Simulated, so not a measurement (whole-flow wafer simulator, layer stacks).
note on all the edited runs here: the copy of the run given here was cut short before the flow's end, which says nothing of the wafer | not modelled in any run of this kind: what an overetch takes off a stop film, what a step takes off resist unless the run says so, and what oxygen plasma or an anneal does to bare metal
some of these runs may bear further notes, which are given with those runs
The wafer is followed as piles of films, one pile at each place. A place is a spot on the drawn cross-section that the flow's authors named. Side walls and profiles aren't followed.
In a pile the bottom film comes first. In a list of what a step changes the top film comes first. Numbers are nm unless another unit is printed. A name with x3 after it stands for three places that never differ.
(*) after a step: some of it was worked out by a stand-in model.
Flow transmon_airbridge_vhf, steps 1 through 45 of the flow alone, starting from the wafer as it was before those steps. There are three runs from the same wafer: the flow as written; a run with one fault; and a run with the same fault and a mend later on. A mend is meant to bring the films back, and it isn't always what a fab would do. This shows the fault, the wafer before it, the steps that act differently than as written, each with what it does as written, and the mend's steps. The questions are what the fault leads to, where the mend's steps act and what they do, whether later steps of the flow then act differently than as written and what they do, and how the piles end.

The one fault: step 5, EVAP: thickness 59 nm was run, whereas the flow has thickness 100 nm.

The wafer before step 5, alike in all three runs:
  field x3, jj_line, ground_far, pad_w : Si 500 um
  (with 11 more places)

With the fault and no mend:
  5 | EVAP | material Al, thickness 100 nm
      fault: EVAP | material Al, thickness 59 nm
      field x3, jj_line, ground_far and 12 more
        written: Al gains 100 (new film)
        fault: Al gains 59 (new film)
  Later steps of the flow acting differently than as written (15 more steps, not shown, differ only slightly: by at most 2% or 0.5 nm, whichever is larger):
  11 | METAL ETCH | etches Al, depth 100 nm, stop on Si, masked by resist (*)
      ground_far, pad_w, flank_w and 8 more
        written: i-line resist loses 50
        fault: i-line resist loses 44.2
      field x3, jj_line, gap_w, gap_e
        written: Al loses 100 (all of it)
        fault: Al loses 59 (all of it)
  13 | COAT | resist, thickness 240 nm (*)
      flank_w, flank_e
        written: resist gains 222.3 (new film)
        fault: resist gains 229.1 (new film)
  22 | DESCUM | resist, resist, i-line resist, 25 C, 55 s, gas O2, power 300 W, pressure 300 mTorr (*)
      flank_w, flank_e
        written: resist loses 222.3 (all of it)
        fault: resist loses 229.1 (all of it)
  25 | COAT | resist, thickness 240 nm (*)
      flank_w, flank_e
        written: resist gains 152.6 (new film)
        fault: resist gains 157.2 (new film)
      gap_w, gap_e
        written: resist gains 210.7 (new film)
        fault: resist gains 206.3 (new film)
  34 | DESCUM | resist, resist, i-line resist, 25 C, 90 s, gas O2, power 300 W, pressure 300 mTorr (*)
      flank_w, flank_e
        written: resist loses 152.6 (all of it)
        fault: resist loses 157.2 (all of it)
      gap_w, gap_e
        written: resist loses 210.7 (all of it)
        fault: resist loses 206.3 (all of it)
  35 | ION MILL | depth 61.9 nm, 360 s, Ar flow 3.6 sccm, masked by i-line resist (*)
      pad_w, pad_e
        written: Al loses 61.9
        fault: Al loses 59 (all of it), Si loses 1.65
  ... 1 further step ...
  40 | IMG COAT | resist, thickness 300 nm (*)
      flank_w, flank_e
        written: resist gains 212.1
        fault: resist gains 218.5
  At ground_far, pad_w, flank_w and 8 more, the piles at the end differ from the flow's by more than 2% or 0.5 nm, whichever is larger.
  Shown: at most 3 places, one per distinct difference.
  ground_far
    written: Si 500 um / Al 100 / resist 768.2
    fault: Si 500 um / Al 59 / resist 768.2
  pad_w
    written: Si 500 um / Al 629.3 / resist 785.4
    fault: Si 500 um / Al 591.2 / resist 785.9
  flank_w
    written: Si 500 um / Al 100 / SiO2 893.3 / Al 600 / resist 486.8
    fault: Si 500 um / Al 59 / SiO2 893.1 / Al 600 / resist 492.4

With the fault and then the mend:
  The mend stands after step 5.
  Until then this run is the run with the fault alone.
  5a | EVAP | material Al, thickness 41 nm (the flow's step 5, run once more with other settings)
      field x3, jj_line, ground_far and 12 more
        Al gains 41
  Every later step of the flow that is run acts as written at every place that is followed.
  At every place that both follow, the piles at the end match the flow's.
